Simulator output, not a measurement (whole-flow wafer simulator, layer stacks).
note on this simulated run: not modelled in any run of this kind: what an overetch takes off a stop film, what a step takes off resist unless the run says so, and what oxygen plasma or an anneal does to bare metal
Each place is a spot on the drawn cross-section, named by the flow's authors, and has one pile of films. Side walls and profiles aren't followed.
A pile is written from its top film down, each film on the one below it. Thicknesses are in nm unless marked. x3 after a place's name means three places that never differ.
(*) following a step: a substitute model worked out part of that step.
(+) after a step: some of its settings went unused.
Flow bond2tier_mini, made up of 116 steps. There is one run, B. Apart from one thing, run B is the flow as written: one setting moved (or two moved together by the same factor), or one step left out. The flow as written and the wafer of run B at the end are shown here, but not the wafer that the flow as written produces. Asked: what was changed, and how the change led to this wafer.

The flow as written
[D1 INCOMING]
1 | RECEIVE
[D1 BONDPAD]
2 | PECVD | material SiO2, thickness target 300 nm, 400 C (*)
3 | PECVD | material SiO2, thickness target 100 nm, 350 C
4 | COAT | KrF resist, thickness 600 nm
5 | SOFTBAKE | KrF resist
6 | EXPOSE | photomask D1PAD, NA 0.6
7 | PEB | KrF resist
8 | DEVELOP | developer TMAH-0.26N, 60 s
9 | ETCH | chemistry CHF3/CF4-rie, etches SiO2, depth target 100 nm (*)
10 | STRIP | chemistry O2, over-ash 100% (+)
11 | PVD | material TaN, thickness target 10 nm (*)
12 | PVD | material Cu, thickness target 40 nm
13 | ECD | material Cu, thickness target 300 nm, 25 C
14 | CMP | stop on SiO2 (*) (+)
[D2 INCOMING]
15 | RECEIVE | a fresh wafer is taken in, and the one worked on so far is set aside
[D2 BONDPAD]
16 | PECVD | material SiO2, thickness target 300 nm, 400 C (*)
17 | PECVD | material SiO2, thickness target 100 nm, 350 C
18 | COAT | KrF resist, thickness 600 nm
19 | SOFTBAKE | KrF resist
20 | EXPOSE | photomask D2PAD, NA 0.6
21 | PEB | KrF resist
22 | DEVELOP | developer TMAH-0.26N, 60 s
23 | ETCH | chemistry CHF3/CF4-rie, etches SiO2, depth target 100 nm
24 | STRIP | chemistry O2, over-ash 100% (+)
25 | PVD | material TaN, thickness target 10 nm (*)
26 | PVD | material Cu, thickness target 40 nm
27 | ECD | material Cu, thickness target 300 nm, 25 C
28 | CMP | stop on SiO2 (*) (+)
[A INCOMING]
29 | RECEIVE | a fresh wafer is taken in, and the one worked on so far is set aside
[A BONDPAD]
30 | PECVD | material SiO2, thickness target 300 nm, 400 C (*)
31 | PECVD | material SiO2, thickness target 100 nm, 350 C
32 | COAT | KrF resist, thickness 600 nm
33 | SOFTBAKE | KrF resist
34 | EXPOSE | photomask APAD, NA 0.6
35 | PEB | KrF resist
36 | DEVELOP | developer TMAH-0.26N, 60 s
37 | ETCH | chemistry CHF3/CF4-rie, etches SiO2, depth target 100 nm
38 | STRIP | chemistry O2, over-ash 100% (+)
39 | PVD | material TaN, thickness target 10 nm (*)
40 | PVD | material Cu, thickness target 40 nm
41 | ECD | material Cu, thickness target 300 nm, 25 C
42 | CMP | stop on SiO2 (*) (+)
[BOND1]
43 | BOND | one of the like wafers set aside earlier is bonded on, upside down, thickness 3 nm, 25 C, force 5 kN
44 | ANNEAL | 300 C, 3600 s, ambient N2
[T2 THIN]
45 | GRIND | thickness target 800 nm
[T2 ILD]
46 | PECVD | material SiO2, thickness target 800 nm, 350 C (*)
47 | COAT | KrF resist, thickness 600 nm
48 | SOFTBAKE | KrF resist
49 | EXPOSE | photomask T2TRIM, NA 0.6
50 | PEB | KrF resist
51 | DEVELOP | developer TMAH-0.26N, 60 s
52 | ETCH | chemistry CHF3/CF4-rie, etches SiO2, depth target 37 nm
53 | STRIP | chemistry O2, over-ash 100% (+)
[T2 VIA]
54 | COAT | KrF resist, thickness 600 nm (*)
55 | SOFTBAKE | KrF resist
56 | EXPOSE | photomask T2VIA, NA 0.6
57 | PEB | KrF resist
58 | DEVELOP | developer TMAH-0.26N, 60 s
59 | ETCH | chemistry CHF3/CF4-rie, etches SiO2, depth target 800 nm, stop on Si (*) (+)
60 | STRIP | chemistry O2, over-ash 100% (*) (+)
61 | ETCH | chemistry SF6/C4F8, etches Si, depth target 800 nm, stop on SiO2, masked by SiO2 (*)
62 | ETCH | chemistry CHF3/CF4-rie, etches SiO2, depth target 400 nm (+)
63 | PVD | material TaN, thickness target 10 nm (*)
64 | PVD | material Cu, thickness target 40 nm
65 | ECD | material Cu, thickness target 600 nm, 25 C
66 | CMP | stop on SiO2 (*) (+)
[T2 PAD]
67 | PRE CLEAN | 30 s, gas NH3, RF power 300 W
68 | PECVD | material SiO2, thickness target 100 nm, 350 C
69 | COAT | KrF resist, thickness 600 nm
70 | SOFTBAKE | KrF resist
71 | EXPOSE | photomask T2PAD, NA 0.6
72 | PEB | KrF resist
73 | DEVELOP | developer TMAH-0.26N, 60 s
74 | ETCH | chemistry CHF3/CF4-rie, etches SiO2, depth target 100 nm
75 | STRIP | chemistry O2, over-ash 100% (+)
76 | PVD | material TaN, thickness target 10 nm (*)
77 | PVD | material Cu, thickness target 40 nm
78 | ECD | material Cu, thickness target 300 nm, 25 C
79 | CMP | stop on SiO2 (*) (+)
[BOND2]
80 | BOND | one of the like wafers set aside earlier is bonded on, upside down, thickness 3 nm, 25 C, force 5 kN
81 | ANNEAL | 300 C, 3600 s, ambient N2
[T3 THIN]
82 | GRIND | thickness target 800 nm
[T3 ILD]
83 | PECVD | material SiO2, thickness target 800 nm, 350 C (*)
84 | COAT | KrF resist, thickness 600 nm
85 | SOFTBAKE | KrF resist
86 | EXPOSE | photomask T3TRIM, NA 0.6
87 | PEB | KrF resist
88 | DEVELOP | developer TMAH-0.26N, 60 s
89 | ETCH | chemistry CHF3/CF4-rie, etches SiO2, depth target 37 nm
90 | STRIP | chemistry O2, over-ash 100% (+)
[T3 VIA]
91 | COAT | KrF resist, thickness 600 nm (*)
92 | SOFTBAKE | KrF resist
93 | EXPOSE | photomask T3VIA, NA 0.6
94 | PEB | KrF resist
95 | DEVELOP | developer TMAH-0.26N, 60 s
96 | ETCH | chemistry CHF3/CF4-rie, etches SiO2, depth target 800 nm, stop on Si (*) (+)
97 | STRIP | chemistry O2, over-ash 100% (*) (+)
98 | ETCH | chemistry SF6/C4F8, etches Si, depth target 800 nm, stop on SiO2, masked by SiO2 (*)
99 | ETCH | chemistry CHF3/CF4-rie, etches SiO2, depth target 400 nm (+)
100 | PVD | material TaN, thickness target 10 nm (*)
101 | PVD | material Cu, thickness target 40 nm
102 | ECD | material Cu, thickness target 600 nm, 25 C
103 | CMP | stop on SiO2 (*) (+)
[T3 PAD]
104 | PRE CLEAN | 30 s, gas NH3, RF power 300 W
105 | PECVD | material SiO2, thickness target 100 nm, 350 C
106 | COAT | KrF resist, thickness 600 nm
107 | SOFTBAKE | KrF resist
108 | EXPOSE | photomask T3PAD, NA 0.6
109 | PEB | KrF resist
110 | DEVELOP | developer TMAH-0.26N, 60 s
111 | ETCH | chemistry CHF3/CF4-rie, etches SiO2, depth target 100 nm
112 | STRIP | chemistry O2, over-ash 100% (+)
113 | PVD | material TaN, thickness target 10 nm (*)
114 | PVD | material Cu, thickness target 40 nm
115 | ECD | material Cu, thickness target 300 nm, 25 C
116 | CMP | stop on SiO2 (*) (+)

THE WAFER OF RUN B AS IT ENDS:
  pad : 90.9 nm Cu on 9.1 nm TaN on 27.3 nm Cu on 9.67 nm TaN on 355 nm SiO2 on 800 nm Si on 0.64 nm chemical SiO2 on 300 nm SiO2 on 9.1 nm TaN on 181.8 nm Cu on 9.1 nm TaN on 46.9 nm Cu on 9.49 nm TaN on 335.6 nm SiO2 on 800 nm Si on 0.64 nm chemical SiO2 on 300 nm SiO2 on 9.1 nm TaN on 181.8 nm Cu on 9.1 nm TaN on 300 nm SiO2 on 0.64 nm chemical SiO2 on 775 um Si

Cause: step 52, ETCH: depth target 56.4 nm was run, whereas the flow has depth target 37 nm.

Step by step, how the change led to this:
  52 | ETCH | chemistry CHF3/CF4-rie, etches SiO2, depth target 37 nm
      pad, via: -56.4 SiO2 (in the flow as written it would be: -37 SiO2)
      field: -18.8 KrF resist (in the flow as written it would be: -12.3 KrF resist)
  59 | ETCH | chemistry CHF3/CF4-rie, etches SiO2, depth target 800 nm, stop on Si (*) (+)
      via: -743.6 SiO2 (all of it) (in the flow as written it would be: -763 SiO2 (all of it))
  60 | STRIP | chemistry O2, over-ash 100% (*) (+)
      field: -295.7 KrF resist (all of it) (in the flow as written it would be: -303.9 KrF resist (all of it))
      pad: -344.5 KrF resist (all of it) (in the flow as written it would be: -336 KrF resist (all of it))
  64 | PVD | material Cu, thickness target 40 nm
      pad: +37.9 Cu (new film) (in the flow as written it would be: +38.7 Cu (new film))
  65 | ECD | material Cu, thickness target 600 nm, 25 C
      pad: +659 Cu (in the flow as written it would be: +638.7 Cu)
